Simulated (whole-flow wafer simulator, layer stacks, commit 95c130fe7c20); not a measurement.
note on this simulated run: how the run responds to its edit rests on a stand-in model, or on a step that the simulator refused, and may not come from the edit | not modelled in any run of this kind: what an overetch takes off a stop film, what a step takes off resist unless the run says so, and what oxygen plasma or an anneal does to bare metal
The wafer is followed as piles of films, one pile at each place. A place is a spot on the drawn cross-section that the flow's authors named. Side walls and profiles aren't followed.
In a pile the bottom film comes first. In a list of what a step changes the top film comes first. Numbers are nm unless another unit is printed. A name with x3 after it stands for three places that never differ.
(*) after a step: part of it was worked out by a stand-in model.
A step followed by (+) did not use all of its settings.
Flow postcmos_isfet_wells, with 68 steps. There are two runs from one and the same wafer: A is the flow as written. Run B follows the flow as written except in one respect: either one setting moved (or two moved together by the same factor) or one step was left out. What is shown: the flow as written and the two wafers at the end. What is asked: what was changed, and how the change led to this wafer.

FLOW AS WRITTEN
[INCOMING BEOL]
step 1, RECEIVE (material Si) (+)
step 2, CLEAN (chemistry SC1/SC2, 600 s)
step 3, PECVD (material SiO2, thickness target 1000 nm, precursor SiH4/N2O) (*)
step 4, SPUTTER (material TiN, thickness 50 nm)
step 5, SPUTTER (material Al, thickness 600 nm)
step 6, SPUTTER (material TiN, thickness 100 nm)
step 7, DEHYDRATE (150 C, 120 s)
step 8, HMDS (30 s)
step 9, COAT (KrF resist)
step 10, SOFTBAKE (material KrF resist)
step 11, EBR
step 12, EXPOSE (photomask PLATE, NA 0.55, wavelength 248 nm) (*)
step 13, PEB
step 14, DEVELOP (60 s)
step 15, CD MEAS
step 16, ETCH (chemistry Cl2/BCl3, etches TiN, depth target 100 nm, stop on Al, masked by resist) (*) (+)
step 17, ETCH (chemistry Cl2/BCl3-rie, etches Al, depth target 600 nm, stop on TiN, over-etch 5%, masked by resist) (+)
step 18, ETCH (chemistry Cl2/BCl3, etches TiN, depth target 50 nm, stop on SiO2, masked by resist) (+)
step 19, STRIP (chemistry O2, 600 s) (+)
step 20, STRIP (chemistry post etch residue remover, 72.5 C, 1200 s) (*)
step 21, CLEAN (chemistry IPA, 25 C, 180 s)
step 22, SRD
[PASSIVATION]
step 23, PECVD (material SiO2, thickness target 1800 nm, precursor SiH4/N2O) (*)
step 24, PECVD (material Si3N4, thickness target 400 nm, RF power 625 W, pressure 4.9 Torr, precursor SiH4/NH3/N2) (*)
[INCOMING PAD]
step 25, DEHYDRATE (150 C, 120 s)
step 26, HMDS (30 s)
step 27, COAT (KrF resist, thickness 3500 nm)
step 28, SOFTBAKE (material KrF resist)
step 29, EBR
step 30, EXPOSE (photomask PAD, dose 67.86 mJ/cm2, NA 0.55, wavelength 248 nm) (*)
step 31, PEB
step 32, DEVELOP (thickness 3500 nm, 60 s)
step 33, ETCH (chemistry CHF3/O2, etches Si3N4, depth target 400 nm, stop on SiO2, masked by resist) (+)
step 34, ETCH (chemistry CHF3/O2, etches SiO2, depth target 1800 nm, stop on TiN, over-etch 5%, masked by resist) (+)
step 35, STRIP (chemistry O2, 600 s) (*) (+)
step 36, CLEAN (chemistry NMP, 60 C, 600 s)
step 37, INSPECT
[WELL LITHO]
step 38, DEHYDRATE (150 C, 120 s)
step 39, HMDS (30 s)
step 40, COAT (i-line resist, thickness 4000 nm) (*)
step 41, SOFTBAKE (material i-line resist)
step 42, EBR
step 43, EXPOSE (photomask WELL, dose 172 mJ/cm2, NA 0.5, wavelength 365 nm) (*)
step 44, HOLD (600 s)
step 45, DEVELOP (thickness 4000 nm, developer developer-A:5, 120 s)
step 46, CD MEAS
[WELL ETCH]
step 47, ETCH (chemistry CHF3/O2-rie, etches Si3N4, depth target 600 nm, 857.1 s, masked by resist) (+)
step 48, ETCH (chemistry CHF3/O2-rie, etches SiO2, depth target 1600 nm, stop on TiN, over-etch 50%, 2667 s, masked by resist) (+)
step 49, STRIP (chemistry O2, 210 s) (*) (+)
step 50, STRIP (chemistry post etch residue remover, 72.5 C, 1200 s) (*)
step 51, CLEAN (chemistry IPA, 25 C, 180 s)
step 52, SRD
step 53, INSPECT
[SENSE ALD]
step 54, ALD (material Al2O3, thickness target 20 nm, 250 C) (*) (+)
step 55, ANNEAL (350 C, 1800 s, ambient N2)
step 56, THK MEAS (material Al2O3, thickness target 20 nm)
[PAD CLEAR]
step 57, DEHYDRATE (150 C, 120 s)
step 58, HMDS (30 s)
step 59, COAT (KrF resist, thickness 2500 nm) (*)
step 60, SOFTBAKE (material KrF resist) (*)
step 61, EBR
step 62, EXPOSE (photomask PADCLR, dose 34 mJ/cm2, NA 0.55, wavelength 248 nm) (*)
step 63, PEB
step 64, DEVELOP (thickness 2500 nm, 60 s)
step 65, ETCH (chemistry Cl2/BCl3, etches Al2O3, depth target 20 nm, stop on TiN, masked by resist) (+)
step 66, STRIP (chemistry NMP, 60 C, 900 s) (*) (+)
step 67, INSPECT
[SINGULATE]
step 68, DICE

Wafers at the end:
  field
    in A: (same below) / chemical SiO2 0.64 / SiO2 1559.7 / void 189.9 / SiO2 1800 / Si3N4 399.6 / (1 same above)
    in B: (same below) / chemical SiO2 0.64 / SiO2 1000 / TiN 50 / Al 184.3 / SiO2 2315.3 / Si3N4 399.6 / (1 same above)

What caused this: step 17, ETCH: depth target 360 nm was run, though the flow has depth target 600 nm.

How this came from the change, step by step:
  step 17, ETCH (chemistry Cl2/BCl3-rie, etches Al, depth target 600 nm, stop on TiN, over-etch 5%, masked by resist) (+)
      field: A Al loses 600 (all of it) | B Al loses 360
      margin, well900, well1300, well2000, well3000, pad_rim, pad_clr, pad_open: A KrF resist loses 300 | B KrF resist loses 180
  step 18, ETCH (chemistry Cl2/BCl3, etches TiN, depth target 50 nm, stop on SiO2, masked by resist) (+)
      field: A TiN loses 50 (all of it) | B Al loses 50
  step 19, STRIP (chemistry O2, 600 s) (+)
      margin, well900, well1300, well2000, well3000, pad_rim, pad_clr, pad_open: A KrF resist loses 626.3 (all of it) | B KrF resist loses 746.3 (all of it)
  step 20, STRIP (chemistry post etch residue remover, 72.5 C, 1200 s) (*)
      field: A nothing | B Al loses 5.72
  step 23, PECVD (material SiO2, thickness target 1800 nm, precursor SiH4/N2O) (*)
      field: A SiO2 gains 1800 (new film), void gains 189.9 (new film), SiO2 gains 559.7 | B SiO2 gains 2315.3 (new film)
Taking metal films that touch as one body, field has 1 body; the flow as written gives 0 bodies.
